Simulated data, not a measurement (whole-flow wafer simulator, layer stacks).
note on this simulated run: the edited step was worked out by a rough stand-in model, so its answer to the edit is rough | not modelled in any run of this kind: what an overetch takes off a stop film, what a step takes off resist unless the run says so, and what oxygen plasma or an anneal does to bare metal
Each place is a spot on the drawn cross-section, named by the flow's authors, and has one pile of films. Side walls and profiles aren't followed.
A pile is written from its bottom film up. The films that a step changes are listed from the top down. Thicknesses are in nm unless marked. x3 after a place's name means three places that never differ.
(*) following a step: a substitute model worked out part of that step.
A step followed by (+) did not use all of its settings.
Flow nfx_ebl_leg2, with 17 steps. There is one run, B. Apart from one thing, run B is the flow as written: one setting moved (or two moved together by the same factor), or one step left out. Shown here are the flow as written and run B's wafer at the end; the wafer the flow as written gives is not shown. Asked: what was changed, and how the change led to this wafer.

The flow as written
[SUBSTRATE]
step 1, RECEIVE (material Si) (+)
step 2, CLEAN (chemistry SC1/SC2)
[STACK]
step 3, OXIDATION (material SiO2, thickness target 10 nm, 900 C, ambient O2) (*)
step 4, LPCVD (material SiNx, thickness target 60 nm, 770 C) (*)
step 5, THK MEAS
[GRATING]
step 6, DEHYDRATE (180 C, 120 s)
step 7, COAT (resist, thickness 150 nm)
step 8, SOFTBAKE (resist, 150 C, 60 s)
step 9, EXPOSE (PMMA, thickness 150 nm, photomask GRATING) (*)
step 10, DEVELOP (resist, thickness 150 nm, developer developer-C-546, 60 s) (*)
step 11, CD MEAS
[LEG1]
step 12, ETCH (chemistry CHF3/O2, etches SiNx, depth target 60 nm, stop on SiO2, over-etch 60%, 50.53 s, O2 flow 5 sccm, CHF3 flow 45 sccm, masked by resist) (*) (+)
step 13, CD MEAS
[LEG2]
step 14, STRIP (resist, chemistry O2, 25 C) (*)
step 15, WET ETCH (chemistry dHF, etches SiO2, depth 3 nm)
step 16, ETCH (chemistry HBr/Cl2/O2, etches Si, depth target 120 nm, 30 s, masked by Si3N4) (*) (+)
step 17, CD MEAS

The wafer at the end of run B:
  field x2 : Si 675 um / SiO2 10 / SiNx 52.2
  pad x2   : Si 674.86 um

The reason: step 16, ETCH: depth target 138 nm was run, while the flow as written has depth target 120 nm; step 16, ETCH: 34.5 s was run, where the flow has 30 s.

The path from the change to this, step by step:
  step 16, ETCH (chemistry HBr/Cl2/O2, etches Si, depth target 120 nm, 30 s, masked by Si3N4) (*) (+)
      field x2: -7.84 SiNx (in the flow as written it would be: -6.82 SiNx)
      pad x2: -138 Si (in the flow as written it would be: -120 Si)
